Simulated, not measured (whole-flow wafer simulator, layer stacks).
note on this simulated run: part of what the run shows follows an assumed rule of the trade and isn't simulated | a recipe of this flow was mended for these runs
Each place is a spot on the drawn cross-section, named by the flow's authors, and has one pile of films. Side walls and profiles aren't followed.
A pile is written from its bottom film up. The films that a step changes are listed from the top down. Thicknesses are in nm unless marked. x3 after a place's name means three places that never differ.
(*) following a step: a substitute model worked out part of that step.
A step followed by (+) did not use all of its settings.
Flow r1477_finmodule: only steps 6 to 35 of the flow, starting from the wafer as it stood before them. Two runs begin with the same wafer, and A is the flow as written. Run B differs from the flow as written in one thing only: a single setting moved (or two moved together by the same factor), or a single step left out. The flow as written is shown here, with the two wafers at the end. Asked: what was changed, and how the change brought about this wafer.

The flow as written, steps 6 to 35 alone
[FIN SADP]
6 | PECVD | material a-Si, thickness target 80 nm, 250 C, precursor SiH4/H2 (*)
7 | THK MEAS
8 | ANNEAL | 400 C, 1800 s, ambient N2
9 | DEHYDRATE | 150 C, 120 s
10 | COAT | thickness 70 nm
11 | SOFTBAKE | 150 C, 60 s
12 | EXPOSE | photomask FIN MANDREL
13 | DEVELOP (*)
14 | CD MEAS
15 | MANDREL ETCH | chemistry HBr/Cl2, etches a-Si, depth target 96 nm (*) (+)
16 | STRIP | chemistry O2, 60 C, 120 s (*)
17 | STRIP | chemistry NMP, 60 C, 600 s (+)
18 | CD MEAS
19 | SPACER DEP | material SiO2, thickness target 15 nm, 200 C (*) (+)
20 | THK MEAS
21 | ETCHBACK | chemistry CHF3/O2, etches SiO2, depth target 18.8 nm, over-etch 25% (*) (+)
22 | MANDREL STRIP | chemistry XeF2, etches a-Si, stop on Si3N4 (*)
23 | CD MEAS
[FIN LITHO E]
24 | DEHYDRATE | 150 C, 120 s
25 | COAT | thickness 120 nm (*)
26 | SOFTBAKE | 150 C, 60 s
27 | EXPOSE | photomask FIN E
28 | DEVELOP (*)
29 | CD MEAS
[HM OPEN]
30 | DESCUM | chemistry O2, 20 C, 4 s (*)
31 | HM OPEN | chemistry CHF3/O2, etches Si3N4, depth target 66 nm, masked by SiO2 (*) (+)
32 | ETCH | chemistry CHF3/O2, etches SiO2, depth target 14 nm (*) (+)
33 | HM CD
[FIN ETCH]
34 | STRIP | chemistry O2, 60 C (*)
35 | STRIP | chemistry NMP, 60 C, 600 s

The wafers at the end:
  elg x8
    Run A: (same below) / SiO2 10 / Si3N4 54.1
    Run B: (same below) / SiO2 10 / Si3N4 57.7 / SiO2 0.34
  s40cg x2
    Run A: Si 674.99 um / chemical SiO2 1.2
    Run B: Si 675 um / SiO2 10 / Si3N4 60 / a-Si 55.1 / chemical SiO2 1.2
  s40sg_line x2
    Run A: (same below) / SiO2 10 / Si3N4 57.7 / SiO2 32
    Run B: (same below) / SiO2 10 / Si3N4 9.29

What caused this: step 21, ETCHBACK: depth target 14.7 nm was run, though the flow has depth target 18.8 nm.

The path from the change to this, step by step:
  21 | ETCHBACK | chemistry CHF3/O2, etches SiO2, depth target 18.8 nm, over-etch 25% (*) (+)
      pad x10, elg x8, s40sg x2, s45sg x2, s50sg x2: A SiO2 loses 15 (all of it), Si3N4 loses 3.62 | B SiO2 loses 14.7
      s40cg x2, s45cg x2, s50cg x2: A SiO2 loses 15 (all of it), chemical SiO2 loses 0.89 (all of it), a-Si loses 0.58 | B SiO2 loses 14.7
  22 | MANDREL STRIP | chemistry XeF2, etches a-Si, stop on Si3N4 (*)
      s40cg x2, s45cg x2, s50cg x2: A a-Si loses 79 (all of it) | B nothing
  25 | COAT | thickness 120 nm (*)
      s40cg x2: A e-beam-resist gains 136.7 (new film) | B e-beam-resist gains 69.1 (new film)
      s40sg x2: A e-beam-resist gains 142.6 (new film) | B e-beam-resist gains 151.8 (new film)
      (and at 14 other places as well)
  28 | DEVELOP (*)
      s40cg x2: A e-beam-resist loses 136.7 (all of it) | B e-beam-resist loses 69.1 (all of it)
      s40sg x2: A e-beam-resist loses 142.6 (all of it) | B e-beam-resist loses 151.8 (all of it)
      (and at 14 other places as well)
  31 | HM OPEN | chemistry CHF3/O2, etches Si3N4, depth target 66 nm, masked by SiO2 (*) (+)
      pad x10, s40sg x2, s45sg x2, s50sg x2: A Si3N4 loses 54.1 (all of it), SiO2 loses 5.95 | B SiO2 loses 0.34 (all of it), Si3N4 loses 57.7 (all of it), SiO2 loses 3.8
      s40cg x2, s45cg x2, s50cg x2: A Si3N4 loses 60 (all of it), SiO2 loses 3 | B SiO2 loses 0.36 (all of it), chemical SiO2 loses 0.89 (all of it), a-Si loses 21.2
      (and at 6 other places as well)
  32 | ETCH | chemistry CHF3/O2, etches SiO2, depth target 14 nm (*) (+)
      s40cg x2, s45cg x2, s50cg x2: A SiO2 loses 7 (all of it), Si loses 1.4 | B a-Si loses 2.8
      s40sg_line x2, s45sg_line x2: A SiO2 loses 14 | B Si3N4 loses 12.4
      (and at 18 other places as well)
  34 | STRIP | chemistry O2, 60 C (*)
      s40cg x2, s45cg x2, s50cg x2: A chemical SiO2 gains 1.2 (new film), Si loses 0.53 | B chemical SiO2 gains 1.2 (new film), a-Si loses 0.53
